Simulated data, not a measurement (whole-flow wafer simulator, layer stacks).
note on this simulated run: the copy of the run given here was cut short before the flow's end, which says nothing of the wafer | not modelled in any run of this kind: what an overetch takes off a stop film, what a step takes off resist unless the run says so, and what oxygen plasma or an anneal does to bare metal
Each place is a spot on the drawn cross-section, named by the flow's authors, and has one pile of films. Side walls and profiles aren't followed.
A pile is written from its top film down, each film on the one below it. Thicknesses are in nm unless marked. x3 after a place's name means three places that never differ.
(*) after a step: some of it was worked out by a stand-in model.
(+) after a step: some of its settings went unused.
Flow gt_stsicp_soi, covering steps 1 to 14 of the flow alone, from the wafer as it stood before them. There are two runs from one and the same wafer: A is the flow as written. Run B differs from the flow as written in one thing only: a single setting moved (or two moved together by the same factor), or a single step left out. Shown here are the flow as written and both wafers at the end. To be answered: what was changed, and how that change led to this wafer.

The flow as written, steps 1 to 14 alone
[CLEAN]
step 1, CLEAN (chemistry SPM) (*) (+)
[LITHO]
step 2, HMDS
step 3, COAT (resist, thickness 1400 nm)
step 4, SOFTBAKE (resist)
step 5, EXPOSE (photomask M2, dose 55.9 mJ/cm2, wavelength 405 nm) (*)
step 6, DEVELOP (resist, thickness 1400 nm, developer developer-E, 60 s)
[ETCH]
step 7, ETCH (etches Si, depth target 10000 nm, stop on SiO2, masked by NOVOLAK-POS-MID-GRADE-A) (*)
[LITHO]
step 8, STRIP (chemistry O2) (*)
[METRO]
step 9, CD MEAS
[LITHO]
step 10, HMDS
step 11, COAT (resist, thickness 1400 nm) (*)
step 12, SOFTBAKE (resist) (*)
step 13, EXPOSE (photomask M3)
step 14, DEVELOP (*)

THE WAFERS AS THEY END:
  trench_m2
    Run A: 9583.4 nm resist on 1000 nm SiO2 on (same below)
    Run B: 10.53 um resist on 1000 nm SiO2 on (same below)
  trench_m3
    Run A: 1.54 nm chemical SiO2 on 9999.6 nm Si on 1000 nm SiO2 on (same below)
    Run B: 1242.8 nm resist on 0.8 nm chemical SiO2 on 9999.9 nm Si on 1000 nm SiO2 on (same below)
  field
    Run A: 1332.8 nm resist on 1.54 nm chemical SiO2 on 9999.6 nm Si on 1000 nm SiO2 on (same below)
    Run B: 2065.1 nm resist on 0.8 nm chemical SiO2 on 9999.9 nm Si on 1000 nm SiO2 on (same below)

The reason: step 8, STRIP: chemistry O2 (*), was skipped.

How this came from the change, step by step:
  step 11, COAT (resist, thickness 1400 nm) (*)
      field: A +1332.8 resist (new film) | B +822.3 resist
      trench_m2: A +9583.4 resist (new film) | B +10.53 um resist (new film)
      (and at 1 other place as well)
  step 14, DEVELOP (*)
      trench_m3: A -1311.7 resist (all of it) | B -1300.9 resist
